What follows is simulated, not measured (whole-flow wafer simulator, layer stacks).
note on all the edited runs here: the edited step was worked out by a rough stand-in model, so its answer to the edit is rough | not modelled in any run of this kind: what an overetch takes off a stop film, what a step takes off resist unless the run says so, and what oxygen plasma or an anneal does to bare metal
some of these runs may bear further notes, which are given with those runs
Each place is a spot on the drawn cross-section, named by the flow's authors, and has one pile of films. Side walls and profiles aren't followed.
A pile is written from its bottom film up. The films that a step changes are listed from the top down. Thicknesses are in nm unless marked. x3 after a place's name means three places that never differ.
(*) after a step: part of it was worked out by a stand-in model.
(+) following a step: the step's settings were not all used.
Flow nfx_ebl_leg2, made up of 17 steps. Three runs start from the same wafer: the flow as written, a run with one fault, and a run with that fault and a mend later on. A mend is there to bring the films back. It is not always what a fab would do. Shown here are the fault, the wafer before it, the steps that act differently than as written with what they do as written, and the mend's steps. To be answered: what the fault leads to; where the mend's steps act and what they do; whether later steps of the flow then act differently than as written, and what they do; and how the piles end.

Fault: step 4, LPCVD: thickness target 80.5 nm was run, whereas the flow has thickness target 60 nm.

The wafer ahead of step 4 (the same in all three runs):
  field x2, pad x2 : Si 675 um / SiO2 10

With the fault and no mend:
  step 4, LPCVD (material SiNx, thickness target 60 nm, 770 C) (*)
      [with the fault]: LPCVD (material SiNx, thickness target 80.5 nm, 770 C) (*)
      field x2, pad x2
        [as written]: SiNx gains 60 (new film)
        [with the fault]: SiNx gains 80.5 (new film)
  Later steps of the flow acting differently than as written:
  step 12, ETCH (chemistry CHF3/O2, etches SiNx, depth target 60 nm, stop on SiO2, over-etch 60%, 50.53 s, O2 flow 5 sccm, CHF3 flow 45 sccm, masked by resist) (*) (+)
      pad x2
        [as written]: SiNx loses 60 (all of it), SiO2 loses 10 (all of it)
        [with the fault]: SiNx loses 80.5 (all of it), SiO2 loses 7.75
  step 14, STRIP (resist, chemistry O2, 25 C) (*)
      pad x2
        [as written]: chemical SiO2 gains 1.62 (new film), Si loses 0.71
        [with the fault]: nothing
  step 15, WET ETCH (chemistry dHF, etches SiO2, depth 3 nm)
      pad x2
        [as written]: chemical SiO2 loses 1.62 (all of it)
        [with the fault]: SiO2 loses 2.25 (all of it)
  By the end, the piles at field x2 depart from the flow's by more than 2% or 0.5 nm, whichever is larger.
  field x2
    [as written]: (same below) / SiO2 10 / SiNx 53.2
    [with the fault]: (same below) / SiO2 10 / SiNx 73.7

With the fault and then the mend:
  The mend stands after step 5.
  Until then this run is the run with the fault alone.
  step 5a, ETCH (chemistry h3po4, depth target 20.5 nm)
      field x2, pad x2
        SiNx loses 20.5
  None of the later steps of the flow acts differently than as written at any place that is followed.
  By the end, the piles equal the flow's at every place that both follow.
